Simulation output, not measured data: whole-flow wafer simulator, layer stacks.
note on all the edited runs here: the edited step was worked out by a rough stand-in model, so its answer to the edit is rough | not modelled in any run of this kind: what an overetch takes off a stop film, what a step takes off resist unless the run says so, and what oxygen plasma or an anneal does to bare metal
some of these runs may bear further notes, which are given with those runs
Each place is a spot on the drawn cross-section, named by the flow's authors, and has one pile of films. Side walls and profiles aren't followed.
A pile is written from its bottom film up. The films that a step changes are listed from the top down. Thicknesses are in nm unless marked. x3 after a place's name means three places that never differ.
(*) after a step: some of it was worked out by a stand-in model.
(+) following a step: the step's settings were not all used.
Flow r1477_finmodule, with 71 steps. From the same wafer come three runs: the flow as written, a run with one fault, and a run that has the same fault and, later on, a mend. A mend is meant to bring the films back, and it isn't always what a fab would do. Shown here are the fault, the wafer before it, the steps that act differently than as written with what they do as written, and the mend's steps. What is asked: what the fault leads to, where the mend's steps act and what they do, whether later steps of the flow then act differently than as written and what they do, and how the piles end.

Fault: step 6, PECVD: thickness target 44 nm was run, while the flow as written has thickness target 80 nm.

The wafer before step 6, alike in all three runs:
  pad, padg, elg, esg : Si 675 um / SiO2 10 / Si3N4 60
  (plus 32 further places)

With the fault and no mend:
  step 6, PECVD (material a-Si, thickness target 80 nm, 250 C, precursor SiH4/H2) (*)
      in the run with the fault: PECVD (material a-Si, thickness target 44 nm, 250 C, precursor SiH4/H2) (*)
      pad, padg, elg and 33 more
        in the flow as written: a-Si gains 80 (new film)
        in the run with the fault: a-Si gains 44 (new film)
  Steps further on in the flow that do not act as written (2 other steps are not shown; they differ only slightly, by no more than 2% or 0.5 nm, whichever is larger):
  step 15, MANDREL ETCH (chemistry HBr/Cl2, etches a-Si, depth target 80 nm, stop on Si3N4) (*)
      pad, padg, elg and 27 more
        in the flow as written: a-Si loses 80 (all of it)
        in the run with the fault: a-Si loses 44 (all of it)
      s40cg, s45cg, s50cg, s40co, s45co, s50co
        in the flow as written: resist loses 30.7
        in the run with the fault: resist loses 25.3
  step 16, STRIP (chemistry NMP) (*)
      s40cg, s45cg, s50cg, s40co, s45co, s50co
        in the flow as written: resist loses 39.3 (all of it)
        in the run with the fault: resist loses 44.7 (all of it)
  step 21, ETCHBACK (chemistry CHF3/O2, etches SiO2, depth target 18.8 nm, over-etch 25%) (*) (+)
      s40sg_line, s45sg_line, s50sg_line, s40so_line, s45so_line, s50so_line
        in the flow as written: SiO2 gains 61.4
        in the run with the fault: SiO2 gains 25.4
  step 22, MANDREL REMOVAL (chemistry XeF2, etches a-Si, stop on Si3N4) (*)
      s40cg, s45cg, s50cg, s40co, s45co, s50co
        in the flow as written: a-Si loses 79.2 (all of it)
        in the run with the fault: a-Si loses 43.2 (all of it)
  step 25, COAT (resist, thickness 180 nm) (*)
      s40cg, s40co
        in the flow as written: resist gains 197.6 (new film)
        in the run with the fault: resist gains 188.6 (new film)
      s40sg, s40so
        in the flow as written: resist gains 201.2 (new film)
        in the run with the fault: resist gains 192.2 (new film)
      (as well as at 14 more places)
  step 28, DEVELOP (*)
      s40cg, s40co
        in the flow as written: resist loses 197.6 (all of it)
        in the run with the fault: resist loses 188.6 (all of it)
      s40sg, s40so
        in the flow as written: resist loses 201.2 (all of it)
        in the run with the fault: resist loses 192.2 (all of it)
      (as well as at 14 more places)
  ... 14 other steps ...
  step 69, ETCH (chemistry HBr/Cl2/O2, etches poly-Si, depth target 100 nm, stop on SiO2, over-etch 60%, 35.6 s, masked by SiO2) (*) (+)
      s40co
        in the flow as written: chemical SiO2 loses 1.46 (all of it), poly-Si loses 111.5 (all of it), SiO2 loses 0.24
        in the run with the fault: chemical SiO2 loses 1.36 (all of it), poly-Si loses 134.3 (all of it), SiO2 loses 0.13
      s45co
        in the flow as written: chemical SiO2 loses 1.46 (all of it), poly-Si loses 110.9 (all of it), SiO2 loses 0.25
        in the run with the fault: chemical SiO2 loses 1.36 (all of it), poly-Si loses 134.3 (all of it), SiO2 loses 0.13
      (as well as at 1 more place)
  The piles end different from the flow's at pad, padg, elg and 27 more by more than 2% or 0.5 nm, whichever is larger.
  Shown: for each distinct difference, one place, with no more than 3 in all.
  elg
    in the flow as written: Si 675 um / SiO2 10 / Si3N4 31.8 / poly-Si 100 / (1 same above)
    in the run with the fault: Si 674.99 um / SiO2 3 / poly-Si 100 / (1 same above)
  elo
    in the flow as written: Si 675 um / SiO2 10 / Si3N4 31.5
    in the run with the fault: Si 674.99 um / SiO2 2.58
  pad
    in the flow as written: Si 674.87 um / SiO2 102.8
    in the run with the fault: Si 674.87 um / SiO2 80

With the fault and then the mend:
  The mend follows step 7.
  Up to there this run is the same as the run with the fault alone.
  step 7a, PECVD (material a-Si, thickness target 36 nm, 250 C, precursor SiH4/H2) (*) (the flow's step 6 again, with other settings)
      pad, padg, elg and 33 more
        a-Si gains 36
  Every later step of the flow that is run acts as written at every place that is followed.
  By the end, the piles equal the flow's at every place that both follow.
